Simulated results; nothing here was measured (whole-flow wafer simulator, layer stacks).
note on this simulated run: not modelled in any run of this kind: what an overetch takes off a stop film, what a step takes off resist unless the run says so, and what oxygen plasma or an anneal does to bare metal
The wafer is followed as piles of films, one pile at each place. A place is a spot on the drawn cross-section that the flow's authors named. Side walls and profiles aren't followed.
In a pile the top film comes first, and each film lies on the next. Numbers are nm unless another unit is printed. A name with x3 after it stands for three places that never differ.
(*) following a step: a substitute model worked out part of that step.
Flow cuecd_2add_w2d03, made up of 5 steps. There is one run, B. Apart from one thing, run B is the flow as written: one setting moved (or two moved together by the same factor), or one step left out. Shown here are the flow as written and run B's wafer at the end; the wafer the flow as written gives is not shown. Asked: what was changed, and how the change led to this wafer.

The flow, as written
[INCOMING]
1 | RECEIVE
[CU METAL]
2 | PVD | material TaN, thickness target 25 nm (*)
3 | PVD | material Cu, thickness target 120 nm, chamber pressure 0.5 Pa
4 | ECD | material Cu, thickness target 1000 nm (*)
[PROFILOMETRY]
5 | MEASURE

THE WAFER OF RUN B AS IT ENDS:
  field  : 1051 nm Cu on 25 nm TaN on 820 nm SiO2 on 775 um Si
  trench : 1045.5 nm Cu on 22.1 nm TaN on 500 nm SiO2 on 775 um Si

What caused this: step 3, PVD: thickness target 51 nm was run, whereas the flow has thickness target 120 nm.

The path from the change to this, step by step:
  3 | PVD | material Cu, thickness target 120 nm, chamber pressure 0.5 Pa
      field: +51 Cu (new film) (in the flow as written it would be: +120 Cu (new film))
      trench: +45.5 Cu (new film) (in the flow as written it would be: +107.2 Cu (new film))
